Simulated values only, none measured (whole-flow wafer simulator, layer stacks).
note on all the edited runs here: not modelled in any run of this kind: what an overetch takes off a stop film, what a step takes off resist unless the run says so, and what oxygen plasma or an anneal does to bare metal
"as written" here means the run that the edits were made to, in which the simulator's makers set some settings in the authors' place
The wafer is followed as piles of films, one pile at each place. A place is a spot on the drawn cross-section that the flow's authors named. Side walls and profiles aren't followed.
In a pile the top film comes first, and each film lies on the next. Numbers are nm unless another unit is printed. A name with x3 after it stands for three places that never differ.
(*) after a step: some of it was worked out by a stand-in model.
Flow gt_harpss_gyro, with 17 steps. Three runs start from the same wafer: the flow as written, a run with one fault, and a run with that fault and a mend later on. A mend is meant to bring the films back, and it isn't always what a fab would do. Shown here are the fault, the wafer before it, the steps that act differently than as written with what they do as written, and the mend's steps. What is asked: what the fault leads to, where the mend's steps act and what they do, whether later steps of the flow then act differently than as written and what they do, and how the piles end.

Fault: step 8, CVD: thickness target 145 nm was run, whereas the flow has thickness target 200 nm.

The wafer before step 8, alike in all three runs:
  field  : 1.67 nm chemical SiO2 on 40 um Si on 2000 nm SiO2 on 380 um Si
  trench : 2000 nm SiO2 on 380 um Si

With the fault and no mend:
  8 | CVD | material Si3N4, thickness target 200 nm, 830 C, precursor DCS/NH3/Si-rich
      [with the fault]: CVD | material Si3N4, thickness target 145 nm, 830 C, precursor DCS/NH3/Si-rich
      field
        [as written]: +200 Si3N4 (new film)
        [with the fault]: +145 Si3N4 (new film)
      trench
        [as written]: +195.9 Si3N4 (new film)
        [with the fault]: +142.2 Si3N4 (new film)
  Steps later in the flow that act otherwise than as written:
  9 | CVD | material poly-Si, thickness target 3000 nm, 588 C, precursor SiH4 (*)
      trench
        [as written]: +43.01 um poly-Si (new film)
        [with the fault]: +43 um poly-Si (new film)
  By the end, the piles at field, trench depart from the flow's by more than 2% or 0.5 nm, whichever is larger.
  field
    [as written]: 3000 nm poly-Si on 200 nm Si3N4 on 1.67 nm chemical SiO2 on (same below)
    [with the fault]: 3000 nm poly-Si on 145 nm Si3N4 on 1.67 nm chemical SiO2 on (same below)
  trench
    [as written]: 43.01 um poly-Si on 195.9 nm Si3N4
    [with the fault]: 43 um poly-Si on 142.2 nm Si3N4

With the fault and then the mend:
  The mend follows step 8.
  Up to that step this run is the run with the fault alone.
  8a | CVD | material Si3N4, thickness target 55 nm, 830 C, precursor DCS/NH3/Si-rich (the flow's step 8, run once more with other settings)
      field
        +55 Si3N4
      trench
        +53.6 Si3N4
  Every later step of the flow that is run acts as written at every place that is followed.
  The piles end only slightly different from the flow's at the places that both follow, by no more than 2% or 0.5 nm, whichever is larger.
